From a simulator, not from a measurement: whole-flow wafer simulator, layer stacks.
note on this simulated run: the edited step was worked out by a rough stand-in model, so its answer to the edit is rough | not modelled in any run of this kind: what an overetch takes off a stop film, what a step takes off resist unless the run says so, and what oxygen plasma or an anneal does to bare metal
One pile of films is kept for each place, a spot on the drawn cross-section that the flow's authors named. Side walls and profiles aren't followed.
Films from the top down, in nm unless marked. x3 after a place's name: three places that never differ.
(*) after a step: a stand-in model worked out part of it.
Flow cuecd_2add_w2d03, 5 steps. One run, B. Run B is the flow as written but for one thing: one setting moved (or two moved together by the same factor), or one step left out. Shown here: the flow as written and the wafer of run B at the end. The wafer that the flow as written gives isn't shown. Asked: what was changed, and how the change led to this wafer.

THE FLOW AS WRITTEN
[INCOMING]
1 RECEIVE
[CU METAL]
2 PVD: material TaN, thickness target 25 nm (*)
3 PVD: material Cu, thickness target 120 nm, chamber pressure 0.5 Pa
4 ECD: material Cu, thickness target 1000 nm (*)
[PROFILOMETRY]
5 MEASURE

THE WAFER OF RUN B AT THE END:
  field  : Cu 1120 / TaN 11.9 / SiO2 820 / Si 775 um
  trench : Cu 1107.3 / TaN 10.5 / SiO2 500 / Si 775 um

The cause: step 2, PVD: thickness target 11.9 nm was run, where the flow has thickness target 25 nm.
It can be read off the wafer: field has TaN 11.9, and step 2 as written asks for 25 nm.

How the change led to this, step by step:
  2 PVD: material TaN, thickness target 25 nm (*)
      field: TaN +11.9 (new film) (as written it would be: TaN +25 (new film))
      trench: TaN +10.5 (new film) (as written it would be: TaN +22.1 (new film))
